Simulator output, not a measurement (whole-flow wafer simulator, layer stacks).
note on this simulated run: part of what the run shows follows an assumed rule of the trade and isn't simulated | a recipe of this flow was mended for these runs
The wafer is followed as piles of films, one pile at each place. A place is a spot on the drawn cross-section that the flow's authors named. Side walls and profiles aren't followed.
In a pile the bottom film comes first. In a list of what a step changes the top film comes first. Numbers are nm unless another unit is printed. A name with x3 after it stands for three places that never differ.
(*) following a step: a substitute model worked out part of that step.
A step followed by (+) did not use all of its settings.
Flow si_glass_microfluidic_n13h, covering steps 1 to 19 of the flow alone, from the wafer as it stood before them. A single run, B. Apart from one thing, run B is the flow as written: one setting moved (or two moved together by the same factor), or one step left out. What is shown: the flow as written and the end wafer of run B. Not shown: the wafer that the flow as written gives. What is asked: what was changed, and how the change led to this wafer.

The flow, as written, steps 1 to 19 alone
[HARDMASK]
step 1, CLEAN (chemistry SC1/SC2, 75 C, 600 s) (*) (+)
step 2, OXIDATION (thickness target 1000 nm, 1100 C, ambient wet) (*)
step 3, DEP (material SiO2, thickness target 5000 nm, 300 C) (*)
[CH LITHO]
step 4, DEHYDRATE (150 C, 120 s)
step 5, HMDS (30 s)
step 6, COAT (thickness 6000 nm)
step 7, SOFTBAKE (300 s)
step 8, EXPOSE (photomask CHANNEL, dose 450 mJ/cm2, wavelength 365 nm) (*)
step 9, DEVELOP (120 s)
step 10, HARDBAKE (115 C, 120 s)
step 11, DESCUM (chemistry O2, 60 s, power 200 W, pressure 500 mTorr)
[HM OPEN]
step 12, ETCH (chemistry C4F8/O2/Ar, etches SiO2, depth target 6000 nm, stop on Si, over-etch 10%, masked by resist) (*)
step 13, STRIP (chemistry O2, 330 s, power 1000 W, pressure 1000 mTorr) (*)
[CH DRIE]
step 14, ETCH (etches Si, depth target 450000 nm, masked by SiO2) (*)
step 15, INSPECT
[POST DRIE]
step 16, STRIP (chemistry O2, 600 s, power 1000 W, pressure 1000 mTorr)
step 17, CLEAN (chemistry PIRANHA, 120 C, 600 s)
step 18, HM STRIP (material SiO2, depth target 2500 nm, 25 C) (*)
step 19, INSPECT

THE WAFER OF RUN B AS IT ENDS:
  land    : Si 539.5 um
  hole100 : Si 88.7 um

What caused this: step 2, OXIDATION: thickness target 1120 nm was run, while the flow as written has thickness target 1000 nm; step 12, ETCH: depth target 6720 nm was run, where the flow has depth target 6000 nm.

How this came from the change, step by step:
  step 2, OXIDATION (thickness target 1000 nm, 1100 C, ambient wet) (*)
      land, hole100: +1120 SiO2 (new film), -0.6 chemical SiO2 (all of it), -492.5 Si (as written it would have been: +1000 SiO2 (new film), -0.6 chemical SiO2 (all of it), -439.7 Si)
  step 12, ETCH (chemistry C4F8/O2/Ar, etches SiO2, depth target 6000 nm, stop on Si, over-etch 10%, masked by resist) (*)
      land: -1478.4 thick-i-line-resist (as written it would have been: -1320 thick-i-line-resist)
      hole100: -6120 SiO2 (all of it), -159 Si (as written it would have been: -6000 SiO2 (all of it), -75 Si)
  step 13, STRIP (chemistry O2, 330 s, power 1000 W, pressure 1000 mTorr) (*)
      land: -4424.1 thick-i-line-resist (all of it) (as written it would have been: -4582.5 thick-i-line-resist (all of it))
  step 18, HM STRIP (material SiO2, depth target 2500 nm, 25 C) (*)
      land: -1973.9 SiO2 (all of it) (as written it would have been: -1854.4 SiO2 (all of it))
